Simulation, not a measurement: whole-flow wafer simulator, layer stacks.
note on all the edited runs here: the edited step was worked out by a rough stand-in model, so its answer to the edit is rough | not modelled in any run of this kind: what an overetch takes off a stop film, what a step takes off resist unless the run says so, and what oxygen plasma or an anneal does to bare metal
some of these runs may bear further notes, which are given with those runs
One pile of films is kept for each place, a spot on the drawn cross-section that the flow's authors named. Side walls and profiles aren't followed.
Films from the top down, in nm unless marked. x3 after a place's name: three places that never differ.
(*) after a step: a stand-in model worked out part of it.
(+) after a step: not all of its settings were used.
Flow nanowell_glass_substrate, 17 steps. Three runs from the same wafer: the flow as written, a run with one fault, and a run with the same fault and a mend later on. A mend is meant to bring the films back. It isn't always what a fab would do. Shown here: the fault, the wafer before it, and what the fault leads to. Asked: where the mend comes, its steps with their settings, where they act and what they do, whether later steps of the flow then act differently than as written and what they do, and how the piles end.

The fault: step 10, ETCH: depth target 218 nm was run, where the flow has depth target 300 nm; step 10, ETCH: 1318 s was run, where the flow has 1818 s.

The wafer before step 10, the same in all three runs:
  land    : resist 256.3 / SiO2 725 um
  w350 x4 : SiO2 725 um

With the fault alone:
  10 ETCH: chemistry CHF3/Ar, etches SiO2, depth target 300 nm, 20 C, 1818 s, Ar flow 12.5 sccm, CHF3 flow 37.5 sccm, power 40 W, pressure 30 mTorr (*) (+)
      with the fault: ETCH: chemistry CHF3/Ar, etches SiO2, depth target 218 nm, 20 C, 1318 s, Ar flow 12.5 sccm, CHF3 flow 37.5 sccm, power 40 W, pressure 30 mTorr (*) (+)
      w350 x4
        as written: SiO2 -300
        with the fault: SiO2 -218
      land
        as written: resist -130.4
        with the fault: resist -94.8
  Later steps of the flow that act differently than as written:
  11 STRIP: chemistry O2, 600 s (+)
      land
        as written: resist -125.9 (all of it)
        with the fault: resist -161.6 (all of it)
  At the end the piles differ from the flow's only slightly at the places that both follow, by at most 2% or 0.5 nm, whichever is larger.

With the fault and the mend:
  The mend comes after step 10.
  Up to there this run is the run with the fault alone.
  10a ETCH: chemistry CHF3/Ar, etches SiO2, depth target 82 nm, 20 C, 496.9 s, Ar flow 12.5 sccm, CHF3 flow 37.5 sccm, power 40 W, pressure 30 mTorr (*) (+) (the flow's step 10 once more, with other settings)
      w350 x4
        SiO2 -82
      land
        resist -35.7
  No later step of the flow acts differently than as written at any place that is followed.
  At the end the piles are the same as the flow's at every place that both follow.
